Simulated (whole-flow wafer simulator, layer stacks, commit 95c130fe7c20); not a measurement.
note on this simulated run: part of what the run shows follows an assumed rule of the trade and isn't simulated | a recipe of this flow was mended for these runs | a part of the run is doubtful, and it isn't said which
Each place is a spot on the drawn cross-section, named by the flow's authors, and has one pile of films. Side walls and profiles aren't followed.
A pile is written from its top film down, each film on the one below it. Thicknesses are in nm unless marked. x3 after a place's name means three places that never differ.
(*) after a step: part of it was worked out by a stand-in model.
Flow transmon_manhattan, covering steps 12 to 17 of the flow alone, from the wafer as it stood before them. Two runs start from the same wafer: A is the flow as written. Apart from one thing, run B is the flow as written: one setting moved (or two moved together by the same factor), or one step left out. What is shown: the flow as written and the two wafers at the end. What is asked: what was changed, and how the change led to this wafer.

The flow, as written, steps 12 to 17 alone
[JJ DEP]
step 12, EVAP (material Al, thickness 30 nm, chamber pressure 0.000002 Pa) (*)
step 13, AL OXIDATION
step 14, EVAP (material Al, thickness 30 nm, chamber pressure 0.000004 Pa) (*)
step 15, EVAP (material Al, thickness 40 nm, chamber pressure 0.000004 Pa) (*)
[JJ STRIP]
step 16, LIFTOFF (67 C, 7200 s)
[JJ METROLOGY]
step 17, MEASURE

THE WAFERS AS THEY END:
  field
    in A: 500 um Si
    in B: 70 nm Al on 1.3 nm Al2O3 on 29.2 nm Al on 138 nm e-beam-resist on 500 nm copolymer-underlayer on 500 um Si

Cause: step 16, LIFTOFF: 67 C, 7200 s, was omitted.

How this came from the change, step by step:
  (no step that both runs have acts differently)
If metal films that touch count as one body, field has 2 bodies (between them, from the top down: Al2O3 1.3); the flow as written gives 0 bodies.
